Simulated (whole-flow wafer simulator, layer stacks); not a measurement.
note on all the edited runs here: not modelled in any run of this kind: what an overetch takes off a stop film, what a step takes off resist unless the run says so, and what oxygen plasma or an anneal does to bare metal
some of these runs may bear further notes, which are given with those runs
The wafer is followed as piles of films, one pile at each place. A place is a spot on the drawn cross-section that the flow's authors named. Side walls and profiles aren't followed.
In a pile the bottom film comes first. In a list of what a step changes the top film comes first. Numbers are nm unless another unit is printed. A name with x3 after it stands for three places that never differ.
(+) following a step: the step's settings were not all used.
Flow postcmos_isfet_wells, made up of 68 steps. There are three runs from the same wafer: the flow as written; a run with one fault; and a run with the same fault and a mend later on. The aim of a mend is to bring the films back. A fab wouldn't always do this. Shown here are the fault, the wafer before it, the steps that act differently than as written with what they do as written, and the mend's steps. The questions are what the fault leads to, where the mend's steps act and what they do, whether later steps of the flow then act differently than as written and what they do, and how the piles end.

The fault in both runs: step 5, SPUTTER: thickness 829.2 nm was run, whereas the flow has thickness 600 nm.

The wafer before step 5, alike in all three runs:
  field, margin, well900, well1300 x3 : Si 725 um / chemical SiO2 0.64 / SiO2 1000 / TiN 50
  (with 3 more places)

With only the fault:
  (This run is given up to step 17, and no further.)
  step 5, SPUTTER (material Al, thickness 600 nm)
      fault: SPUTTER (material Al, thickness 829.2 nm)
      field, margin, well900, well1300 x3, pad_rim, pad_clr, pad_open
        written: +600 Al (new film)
        fault: +829.2 Al (new film)
  Steps later in the flow that act otherwise than as written:
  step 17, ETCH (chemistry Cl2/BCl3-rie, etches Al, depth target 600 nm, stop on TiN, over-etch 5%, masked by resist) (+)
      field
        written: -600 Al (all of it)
        fault: -600 Al
  After step 17, at field, margin, well900, well1300 x3, pad_rim, pad_clr, pad_open, the piles differ from the flow's by more than 2% or 0.5 nm, whichever is larger.
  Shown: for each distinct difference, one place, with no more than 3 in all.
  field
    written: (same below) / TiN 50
    fault: (same below) / TiN 50 / Al 229.2
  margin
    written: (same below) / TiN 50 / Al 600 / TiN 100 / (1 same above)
    fault: (same below) / TiN 50 / Al 829.2 / TiN 100 / (1 same above)

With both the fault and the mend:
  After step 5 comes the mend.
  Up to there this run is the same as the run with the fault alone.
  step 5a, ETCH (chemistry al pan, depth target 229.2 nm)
      field, margin, well900, well1300 x3, pad_rim, pad_clr, pad_open
        -229.2 Al
  Every later step of the flow that is run acts as written at every place that is followed.
  By the end, the piles equal the flow's at every place that both follow.
